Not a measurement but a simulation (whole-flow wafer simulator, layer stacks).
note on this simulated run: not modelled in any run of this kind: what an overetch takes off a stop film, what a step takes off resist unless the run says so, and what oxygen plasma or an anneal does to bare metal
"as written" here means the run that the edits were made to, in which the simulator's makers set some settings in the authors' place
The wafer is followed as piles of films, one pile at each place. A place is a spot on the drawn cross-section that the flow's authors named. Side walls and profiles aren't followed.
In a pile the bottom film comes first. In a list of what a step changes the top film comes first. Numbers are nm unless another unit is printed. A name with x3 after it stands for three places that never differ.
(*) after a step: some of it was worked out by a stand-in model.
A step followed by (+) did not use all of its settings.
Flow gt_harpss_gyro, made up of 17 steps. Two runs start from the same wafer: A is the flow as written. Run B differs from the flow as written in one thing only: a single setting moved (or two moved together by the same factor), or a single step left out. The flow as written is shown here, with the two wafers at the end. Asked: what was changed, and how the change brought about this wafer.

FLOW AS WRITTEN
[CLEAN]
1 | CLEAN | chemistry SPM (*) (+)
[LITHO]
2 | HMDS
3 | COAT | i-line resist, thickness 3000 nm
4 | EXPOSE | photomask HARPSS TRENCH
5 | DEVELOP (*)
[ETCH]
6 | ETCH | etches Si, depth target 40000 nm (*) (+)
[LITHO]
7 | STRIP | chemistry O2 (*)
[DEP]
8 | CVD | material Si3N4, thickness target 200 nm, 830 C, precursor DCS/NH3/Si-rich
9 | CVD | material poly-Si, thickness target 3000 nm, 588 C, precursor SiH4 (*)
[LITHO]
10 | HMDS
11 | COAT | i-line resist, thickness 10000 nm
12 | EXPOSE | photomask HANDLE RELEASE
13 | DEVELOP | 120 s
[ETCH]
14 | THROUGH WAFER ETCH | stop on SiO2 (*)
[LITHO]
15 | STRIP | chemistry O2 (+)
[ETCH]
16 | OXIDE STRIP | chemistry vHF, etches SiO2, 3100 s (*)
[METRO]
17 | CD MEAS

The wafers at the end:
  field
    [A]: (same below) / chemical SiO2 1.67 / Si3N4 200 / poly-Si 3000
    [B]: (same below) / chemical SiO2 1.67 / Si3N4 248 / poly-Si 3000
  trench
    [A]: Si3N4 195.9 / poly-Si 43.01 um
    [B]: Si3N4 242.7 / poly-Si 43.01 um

Cause: step 8, CVD: thickness target 248 nm was run, though the flow has thickness target 200 nm.
The wafer lets one read it off: field has Si3N4 248, and step 8 as written asks for 200 nm.

Step by step, how the change led to this:
  8 | CVD | material Si3N4, thickness target 200 nm, 830 C, precursor DCS/NH3/Si-rich
      field: A +200 Si3N4 (new film) | B +248 Si3N4 (new film)
      trench: A +195.9 Si3N4 (new film) | B +242.7 Si3N4 (new film)
